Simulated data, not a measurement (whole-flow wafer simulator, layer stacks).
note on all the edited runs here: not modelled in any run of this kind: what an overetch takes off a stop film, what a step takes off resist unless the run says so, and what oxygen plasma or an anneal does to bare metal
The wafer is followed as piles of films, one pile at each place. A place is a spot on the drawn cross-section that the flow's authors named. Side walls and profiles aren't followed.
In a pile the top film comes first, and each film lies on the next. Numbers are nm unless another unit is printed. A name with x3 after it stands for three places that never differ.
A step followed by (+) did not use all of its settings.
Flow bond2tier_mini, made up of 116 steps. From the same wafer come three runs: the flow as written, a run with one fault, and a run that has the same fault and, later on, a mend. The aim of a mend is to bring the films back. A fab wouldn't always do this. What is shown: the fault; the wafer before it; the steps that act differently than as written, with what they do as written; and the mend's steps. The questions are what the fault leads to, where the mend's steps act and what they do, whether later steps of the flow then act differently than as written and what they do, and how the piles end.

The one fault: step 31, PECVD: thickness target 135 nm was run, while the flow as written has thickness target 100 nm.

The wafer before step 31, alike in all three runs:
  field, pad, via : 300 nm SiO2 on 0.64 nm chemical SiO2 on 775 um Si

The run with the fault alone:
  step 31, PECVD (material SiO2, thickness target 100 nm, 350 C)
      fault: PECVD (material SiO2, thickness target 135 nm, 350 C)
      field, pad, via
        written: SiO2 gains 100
        fault: SiO2 gains 135
  Every later step of the flow that is run acts as written at every place that is followed.
  By the end, the piles at field, pad depart from the flow's by more than 2% or 0.5 nm, whichever is larger.
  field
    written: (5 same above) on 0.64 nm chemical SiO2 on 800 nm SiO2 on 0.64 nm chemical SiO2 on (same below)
    fault: (5 same above) on 0.64 nm chemical SiO2 on 835 nm SiO2 on 0.64 nm chemical SiO2 on (same below)
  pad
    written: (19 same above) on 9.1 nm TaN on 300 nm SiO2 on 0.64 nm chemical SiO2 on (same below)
    fault: (19 same above) on 9.1 nm TaN on 335 nm SiO2 on 0.64 nm chemical SiO2 on (same below)

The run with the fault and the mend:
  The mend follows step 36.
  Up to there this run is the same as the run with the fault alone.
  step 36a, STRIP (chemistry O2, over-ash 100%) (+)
      field
        KrF resist loses 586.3 (all of it)
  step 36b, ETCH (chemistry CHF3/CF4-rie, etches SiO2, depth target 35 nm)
      field, pad, via
        SiO2 loses 35
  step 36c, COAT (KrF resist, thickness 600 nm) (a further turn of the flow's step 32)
      field, pad, via
        KrF resist gains 600 (new film)
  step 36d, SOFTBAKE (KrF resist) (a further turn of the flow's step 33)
      leaves every film unchanged at each place that is followed
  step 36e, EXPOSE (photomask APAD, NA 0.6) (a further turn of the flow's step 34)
      leaves every film unchanged at each place that is followed
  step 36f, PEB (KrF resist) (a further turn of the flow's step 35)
      leaves every film unchanged at each place that is followed
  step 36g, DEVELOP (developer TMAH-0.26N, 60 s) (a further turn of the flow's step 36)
      pad, via
        KrF resist loses 600 (all of it)
      field
        KrF resist loses 13.7
  Every later step of the flow that is run acts as written at every place that is followed.
  At every place that both follow, the piles at the end match the flow's.
